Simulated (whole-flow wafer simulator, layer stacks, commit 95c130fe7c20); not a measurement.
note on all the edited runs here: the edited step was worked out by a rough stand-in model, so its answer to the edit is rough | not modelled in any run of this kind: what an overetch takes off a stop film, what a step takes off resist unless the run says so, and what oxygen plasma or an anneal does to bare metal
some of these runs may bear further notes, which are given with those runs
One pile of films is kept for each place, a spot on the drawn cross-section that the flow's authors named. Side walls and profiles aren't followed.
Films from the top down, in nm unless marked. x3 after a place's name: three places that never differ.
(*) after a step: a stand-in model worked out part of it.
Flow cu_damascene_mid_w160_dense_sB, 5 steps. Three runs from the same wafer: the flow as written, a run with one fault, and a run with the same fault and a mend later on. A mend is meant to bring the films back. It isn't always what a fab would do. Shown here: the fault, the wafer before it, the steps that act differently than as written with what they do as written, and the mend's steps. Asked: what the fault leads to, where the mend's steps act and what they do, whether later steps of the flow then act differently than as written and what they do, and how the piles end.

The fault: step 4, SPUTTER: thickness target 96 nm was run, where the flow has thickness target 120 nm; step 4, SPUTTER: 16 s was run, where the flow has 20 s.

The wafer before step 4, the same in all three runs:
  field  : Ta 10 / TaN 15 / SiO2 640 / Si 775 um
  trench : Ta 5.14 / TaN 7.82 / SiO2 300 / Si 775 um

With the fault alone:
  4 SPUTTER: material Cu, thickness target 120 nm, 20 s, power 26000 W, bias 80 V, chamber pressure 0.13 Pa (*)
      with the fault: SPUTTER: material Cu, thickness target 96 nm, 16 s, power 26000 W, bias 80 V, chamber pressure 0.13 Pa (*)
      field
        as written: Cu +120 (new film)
        with the fault: Cu +96 (new film)
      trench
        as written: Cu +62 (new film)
        with the fault: Cu +49.6 (new film)
  Later steps of the flow that act differently than as written:
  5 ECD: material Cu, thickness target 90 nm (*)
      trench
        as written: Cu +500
        with the fault: Cu +488.4
  At the end the piles differ from the flow's by more than 2% or 0.5 nm, whichever is larger, at field, trench.
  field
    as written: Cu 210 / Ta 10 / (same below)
    with the fault: Cu 186 / Ta 10 / (same below)
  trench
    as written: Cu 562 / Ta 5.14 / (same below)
    with the fault: Cu 538 / Ta 5.14 / (same below)

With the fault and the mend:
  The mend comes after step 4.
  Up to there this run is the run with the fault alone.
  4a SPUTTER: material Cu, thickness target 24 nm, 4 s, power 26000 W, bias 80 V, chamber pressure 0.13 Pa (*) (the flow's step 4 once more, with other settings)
      field
        Cu +24
      trench
        Cu +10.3
  No later step of the flow acts differently than as written, at any place that is followed, by more than 2% or 0.5 nm, whichever is larger.
  At the end the piles are the same as the flow's at every place that both follow.
